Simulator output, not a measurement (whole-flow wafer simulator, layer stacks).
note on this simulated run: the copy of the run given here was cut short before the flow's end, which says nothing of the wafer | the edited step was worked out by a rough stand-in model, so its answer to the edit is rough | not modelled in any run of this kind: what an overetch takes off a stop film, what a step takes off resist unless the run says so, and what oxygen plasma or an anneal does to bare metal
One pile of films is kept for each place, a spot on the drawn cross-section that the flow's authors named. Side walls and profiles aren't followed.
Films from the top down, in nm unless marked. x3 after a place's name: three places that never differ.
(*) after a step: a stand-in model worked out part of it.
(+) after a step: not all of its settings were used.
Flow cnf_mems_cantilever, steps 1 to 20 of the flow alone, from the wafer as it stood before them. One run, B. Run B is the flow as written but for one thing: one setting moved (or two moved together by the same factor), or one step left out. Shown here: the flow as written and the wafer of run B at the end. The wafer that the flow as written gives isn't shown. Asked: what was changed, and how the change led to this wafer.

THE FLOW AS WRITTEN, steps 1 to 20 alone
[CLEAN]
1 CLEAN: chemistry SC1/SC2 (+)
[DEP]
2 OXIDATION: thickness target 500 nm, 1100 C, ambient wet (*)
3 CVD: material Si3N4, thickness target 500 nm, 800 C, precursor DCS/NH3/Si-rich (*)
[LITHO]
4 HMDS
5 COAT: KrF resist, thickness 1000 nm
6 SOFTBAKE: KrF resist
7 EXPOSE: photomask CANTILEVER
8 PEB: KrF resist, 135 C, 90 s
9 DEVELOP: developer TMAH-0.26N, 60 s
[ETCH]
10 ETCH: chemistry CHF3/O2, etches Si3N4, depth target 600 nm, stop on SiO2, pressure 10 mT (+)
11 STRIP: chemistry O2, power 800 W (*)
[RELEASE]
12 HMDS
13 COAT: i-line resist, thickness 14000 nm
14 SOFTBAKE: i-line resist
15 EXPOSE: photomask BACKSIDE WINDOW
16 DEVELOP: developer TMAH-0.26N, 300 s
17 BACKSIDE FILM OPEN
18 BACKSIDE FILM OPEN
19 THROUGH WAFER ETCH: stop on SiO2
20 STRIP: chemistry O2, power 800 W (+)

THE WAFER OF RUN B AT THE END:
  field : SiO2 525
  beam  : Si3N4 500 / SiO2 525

The cause: step 2, OXIDATION: thickness target 525 nm was run, where the flow has thickness target 500 nm.
It can be read off the wafer: field has SiO2 525, and step 2 as written asks for 500 nm.

How the change led to this, step by step:
  2 OXIDATION: thickness target 500 nm, 1100 C, ambient wet (*)
      field, beam: SiO2 +525 (new film), chemical SiO2 -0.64 (all of it), Si -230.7 (as written it would be: SiO2 +500 (new film), chemical SiO2 -0.64 (all of it), Si -219.7)
  19 THROUGH WAFER ETCH: stop on SiO2
      field: under 1 film: Si -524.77 um (all of it) (as written it would be: under 1 film: Si -524.78 um (all of it))
      beam: under 2 films: Si -524.77 um (all of it) (as written it would be: under 2 films: Si -524.78 um (all of it))
